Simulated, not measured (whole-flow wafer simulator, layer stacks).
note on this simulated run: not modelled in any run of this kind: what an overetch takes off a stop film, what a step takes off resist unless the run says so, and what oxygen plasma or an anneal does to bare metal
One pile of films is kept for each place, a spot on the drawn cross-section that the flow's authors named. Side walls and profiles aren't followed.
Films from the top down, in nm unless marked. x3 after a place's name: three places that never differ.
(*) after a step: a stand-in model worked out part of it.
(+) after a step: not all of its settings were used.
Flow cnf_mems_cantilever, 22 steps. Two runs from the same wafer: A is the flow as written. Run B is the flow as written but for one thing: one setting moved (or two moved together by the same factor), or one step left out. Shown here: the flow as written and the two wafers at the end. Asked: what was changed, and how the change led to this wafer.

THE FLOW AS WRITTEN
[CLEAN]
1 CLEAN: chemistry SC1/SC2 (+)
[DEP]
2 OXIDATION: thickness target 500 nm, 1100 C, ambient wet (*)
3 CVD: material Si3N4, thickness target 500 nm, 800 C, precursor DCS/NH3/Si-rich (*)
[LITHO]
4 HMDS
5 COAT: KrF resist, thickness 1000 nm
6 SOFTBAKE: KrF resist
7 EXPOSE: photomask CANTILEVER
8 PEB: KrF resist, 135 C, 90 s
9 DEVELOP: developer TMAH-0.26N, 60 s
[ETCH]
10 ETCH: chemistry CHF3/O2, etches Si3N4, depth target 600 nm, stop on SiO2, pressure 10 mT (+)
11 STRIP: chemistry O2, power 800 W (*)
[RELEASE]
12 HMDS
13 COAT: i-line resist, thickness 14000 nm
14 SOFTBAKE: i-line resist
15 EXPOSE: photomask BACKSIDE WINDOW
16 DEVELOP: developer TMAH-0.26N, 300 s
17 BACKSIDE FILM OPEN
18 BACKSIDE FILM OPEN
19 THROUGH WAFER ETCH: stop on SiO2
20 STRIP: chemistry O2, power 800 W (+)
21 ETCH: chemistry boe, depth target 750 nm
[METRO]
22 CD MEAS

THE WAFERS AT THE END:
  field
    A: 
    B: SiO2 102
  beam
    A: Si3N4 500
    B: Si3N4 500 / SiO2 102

The cause: step 21, ETCH: depth target 398 nm was run, where the flow has depth target 750 nm.

How the change led to this, step by step:
  21 ETCH: chemistry boe, depth target 750 nm
      field: A SiO2 -500 (all of it) | B SiO2 -398
      beam: A under 1 film: SiO2 -500 (all of it) | B under 1 film: SiO2 -398
